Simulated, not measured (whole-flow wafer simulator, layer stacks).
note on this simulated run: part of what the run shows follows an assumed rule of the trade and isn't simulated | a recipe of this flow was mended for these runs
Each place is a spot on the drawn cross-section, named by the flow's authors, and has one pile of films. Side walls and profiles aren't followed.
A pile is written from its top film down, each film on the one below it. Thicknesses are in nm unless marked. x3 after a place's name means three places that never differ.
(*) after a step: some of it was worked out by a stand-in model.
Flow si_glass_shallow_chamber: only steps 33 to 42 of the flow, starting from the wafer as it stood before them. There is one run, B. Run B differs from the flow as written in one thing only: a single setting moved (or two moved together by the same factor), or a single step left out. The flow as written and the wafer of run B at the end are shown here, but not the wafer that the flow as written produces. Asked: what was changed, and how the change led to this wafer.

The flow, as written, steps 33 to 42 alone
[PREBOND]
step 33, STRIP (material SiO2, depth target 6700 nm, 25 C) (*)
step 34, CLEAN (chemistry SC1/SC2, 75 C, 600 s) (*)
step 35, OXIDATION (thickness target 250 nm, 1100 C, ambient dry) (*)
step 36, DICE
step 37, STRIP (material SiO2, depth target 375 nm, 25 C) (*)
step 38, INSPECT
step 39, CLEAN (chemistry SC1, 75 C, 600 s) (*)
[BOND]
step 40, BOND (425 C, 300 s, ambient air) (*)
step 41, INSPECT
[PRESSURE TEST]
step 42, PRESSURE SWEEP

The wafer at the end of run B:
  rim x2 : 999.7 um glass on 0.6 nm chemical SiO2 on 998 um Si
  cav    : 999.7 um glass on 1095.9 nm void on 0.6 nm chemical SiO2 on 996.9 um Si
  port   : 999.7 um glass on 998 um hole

Cause: step 35, OXIDATION: thickness target 400 nm was run, though the flow has thickness target 250 nm.

How this came from the change, step by step:
  step 35, OXIDATION (thickness target 250 nm, 1100 C, ambient dry) (*)
      rim x2, cav, septum, ring: SiO2 gains 400 (new film), chemical SiO2 loses 0.6 (all of it), Si loses 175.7 (as written it would have been: SiO2 gains 250 (new film), chemical SiO2 loses 0.6 (all of it), Si loses 109.7)
  step 37, STRIP (material SiO2, depth target 375 nm, 25 C) (*)
      rim x2, cav, septum, ring: SiO2 loses 400 (all of it) (as written it would have been: SiO2 loses 250 (all of it))
  step 40, BOND (425 C, 300 s, ambient air) (*)
      port: glass gains 999.7 um (new film), hole gains 951.3 (as written it would have been: glass gains 999.7 um (new film), hole gains 1017.3)
